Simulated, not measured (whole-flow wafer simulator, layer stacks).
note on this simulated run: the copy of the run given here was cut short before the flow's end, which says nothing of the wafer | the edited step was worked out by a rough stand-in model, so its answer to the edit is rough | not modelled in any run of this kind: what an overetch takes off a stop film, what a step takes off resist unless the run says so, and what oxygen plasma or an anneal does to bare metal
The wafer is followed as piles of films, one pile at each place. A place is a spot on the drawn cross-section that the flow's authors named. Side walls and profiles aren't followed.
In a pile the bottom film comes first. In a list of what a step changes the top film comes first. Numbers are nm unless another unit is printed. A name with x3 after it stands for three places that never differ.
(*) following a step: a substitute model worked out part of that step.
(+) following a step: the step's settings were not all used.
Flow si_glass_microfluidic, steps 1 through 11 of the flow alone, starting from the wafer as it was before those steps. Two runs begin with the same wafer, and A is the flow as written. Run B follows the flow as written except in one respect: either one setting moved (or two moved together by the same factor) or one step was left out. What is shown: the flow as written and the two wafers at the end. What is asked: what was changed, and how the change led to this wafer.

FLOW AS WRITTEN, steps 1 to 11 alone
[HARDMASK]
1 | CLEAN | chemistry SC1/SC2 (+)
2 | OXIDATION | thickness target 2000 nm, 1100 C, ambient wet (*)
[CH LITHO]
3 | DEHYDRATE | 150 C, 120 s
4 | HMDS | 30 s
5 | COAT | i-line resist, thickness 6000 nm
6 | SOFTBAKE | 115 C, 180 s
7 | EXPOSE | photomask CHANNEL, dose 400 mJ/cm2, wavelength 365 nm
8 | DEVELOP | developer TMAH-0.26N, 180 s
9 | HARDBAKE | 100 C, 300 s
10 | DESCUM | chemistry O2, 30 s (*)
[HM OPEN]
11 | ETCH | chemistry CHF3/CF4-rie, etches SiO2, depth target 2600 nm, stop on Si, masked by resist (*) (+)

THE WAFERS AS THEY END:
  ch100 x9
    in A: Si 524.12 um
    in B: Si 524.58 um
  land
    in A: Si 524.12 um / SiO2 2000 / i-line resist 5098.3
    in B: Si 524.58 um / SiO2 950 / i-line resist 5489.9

What caused this: step 2, OXIDATION: thickness target 950 nm was run, though the flow has thickness target 2000 nm.
One can read it off the wafer: land has SiO2 950, and step 2 as written asks for 2000 nm.

The path from the change to this, step by step:
  2 | OXIDATION | thickness target 2000 nm, 1100 C, ambient wet (*)
      land, ch100 x9: A +2000 SiO2 (new film), -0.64 chemical SiO2 (all of it), -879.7 Si | B +950 SiO2 (new film), -0.64 chemical SiO2 (all of it), -417.7 Si
  11 | ETCH | chemistry CHF3/CF4-rie, etches SiO2, depth target 2600 nm, stop on Si, masked by resist (*) (+)
      ch100 x9: A -2000 SiO2 (all of it) | B -950 SiO2 (all of it)
      land: A -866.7 i-line resist | B -475 i-line resist
